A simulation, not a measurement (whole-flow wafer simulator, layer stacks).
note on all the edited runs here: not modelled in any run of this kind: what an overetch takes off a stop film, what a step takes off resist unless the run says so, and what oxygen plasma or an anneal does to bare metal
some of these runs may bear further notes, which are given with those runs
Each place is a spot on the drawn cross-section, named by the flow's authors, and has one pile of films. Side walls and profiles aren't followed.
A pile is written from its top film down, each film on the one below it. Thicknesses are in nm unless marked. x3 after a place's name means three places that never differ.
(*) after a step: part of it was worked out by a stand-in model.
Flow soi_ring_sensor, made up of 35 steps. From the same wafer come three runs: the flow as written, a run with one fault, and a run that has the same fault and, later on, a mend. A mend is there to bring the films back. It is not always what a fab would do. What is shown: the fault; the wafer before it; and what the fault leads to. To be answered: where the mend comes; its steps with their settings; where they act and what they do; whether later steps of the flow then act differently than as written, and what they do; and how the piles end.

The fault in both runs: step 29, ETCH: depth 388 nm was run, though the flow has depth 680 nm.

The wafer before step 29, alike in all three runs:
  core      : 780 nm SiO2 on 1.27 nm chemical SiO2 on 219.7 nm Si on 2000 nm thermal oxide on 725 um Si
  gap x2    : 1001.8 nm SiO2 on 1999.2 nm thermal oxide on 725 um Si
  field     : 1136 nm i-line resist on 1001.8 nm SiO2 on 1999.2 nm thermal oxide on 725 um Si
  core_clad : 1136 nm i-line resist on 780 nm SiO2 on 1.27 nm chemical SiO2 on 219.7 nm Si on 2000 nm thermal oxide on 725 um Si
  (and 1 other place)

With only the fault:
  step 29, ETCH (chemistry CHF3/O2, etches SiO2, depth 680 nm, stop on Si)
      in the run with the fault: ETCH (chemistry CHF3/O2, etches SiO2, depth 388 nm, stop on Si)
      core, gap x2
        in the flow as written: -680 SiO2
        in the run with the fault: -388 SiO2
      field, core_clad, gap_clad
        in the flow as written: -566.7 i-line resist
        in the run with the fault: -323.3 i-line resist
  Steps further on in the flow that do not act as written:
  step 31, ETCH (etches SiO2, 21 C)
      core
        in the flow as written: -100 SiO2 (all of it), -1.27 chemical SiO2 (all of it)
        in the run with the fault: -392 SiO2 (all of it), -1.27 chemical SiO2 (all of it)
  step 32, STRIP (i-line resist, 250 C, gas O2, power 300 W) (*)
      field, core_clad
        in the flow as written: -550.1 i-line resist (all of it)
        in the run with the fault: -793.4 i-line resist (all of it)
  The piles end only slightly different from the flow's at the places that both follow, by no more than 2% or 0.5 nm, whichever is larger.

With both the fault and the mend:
  After step 29 comes the mend.
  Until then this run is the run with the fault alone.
  step 29a, ETCH (chemistry CHF3/O2, etches SiO2, depth 292 nm, stop on Si) (the flow's step 29 again, with other settings)
      core, gap x2
        -292 SiO2
      field, core_clad, gap_clad
        -243.3 i-line resist
  Every later step of the flow that is run acts as written at every place that is followed.
  At every place that both follow, the piles at the end match the flow's.
